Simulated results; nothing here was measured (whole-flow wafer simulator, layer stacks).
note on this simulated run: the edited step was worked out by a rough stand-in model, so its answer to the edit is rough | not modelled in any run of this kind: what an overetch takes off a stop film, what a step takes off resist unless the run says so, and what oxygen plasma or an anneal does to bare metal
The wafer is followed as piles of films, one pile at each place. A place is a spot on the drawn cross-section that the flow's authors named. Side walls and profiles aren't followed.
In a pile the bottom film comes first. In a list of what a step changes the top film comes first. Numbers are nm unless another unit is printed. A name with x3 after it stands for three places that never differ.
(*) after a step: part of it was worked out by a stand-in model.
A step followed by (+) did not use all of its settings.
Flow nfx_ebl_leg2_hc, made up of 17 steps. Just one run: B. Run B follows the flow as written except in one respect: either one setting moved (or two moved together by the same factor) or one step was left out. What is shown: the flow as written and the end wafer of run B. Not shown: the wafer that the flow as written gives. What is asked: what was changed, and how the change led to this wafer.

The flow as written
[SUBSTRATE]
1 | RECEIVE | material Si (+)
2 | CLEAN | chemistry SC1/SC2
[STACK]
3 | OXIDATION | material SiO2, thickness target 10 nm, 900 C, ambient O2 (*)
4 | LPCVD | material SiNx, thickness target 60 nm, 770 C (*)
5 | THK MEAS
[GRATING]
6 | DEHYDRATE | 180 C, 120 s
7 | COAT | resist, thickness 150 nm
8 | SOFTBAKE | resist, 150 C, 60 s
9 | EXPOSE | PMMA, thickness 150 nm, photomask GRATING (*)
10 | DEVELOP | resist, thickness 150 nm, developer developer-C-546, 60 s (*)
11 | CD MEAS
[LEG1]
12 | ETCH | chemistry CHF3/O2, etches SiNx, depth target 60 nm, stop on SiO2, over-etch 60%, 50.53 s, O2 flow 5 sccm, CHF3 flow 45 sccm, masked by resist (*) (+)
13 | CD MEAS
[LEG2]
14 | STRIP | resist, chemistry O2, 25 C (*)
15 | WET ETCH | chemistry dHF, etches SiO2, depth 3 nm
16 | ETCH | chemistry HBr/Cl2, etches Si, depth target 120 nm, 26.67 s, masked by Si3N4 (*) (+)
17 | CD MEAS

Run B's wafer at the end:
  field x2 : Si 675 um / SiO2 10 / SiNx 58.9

What caused this: step 4, LPCVD: thickness target 70.3 nm was run, though the flow has thickness target 60 nm.

The path from the change to this, step by step:
  4 | LPCVD | material SiNx, thickness target 60 nm, 770 C (*)
      field x2, pad x2: +70.3 SiNx (new film) (as written it would have been: +60 SiNx (new film))
  12 | ETCH | chemistry CHF3/O2, etches SiNx, depth target 60 nm, stop on SiO2, over-etch 60%, 50.53 s, O2 flow 5 sccm, CHF3 flow 45 sccm, masked by resist (*) (+)
      pad x2: -70.3 SiNx (all of it), -10 SiO2 (all of it) (as written it would have been: -60 SiNx (all of it), -10 SiO2 (all of it))
